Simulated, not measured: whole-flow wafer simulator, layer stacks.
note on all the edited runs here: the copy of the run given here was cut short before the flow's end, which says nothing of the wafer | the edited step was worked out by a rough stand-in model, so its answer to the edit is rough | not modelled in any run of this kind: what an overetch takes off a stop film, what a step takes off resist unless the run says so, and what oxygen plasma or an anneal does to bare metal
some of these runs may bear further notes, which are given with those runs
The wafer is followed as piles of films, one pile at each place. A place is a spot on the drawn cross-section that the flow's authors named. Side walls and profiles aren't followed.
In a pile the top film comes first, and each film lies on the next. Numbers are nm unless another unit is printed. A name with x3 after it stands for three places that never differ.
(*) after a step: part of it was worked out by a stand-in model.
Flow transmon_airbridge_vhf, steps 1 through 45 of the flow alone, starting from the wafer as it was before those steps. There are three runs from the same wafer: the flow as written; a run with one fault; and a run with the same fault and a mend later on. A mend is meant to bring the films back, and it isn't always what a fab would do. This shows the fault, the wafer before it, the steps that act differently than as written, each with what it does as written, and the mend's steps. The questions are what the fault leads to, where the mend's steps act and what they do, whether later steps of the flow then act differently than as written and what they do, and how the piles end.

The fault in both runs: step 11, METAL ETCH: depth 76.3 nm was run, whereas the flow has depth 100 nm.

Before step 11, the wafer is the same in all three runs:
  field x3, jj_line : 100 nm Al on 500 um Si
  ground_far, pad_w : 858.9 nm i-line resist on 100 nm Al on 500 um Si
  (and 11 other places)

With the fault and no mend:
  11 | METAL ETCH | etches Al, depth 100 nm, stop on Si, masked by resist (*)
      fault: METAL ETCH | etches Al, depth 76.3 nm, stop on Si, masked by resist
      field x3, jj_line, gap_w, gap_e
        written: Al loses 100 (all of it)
        fault: Al loses 76.3
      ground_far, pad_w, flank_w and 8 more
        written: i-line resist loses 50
        fault: i-line resist loses 38.2
  Steps later in the flow that act otherwise than as written (not shown: 20 more steps that differ only slightly, by at most 2% or 0.5 nm, whichever is larger):
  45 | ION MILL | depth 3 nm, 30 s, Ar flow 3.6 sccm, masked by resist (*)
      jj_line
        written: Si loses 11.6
        fault: Al loses 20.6
  The piles end different from the flow's at field x3, jj_line, gap_w, gap_e by more than 2% or 0.5 nm, whichever is larger.
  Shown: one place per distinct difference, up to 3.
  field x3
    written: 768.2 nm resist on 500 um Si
    fault: 768.2 nm resist on 23.7 nm Al on 500 um Si
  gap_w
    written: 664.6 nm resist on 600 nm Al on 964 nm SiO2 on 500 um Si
    fault: 658 nm resist on 600 nm Al on 964 nm SiO2 on 23.7 nm Al on 500 um Si
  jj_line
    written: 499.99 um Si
    fault: 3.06 nm Al on 500 um Si

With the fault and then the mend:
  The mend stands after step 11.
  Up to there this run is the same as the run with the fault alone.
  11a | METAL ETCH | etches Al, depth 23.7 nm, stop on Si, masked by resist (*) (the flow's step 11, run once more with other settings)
      ground_far, pad_w, flank_w and 8 more
        i-line resist loses 11.8
      field x3, jj_line, gap_w, gap_e
        Al loses 23.7 (all of it)
  None of the later steps of the flow acts differently than as written at any place that is followed.
  At every place that both follow, the piles at the end match the flow's.
